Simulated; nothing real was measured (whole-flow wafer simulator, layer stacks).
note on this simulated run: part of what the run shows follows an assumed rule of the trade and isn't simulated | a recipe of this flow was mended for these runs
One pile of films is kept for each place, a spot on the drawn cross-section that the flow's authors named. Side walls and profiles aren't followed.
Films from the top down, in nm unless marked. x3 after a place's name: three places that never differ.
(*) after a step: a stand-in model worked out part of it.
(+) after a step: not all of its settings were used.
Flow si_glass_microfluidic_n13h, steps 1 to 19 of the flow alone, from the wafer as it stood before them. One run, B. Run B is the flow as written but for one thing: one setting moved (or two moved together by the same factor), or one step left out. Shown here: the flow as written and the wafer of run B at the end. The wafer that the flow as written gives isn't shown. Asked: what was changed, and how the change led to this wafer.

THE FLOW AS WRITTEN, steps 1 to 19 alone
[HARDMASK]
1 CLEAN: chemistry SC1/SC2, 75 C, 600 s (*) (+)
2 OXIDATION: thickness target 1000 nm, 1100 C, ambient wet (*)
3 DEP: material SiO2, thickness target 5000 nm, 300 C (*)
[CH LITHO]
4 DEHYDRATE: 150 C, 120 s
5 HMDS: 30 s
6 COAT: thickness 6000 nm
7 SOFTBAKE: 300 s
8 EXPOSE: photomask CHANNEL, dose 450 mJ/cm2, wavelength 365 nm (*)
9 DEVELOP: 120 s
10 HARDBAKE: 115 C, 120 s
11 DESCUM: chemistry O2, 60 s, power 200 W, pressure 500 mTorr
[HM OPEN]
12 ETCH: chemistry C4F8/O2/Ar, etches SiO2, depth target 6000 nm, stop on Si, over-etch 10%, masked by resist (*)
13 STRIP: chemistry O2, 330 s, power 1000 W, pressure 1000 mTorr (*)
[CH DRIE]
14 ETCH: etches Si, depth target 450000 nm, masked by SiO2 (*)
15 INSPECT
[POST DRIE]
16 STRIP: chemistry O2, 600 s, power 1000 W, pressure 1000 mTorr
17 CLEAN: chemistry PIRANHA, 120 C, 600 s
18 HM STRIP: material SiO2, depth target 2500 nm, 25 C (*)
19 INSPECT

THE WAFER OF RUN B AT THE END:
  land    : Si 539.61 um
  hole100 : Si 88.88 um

The cause: step 2, OXIDATION: 1065 C was run, where the flow has 1100 C.

How the change led to this, step by step:
  2 OXIDATION: thickness target 1000 nm, 1100 C, ambient wet (*)
      land, hole100: SiO2 +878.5 (new film), chemical SiO2 -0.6 (all of it), Si -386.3 (as written it would be: SiO2 +1000 (new film), chemical SiO2 -0.6 (all of it), Si -439.7)
  12 ETCH: chemistry C4F8/O2/Ar, etches SiO2, depth target 6000 nm, stop on Si, over-etch 10%, masked by resist (*)
      land: thick-i-line-resist -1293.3 (as written it would be: thick-i-line-resist -1320)
      hole100: SiO2 -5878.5 (all of it), Si -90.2 (as written it would be: SiO2 -6000 (all of it), Si -75)
  18 HM STRIP: material SiO2, depth target 2500 nm, 25 C (*)
      land: SiO2 -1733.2 (all of it) (as written it would be: SiO2 -1854.4 (all of it))
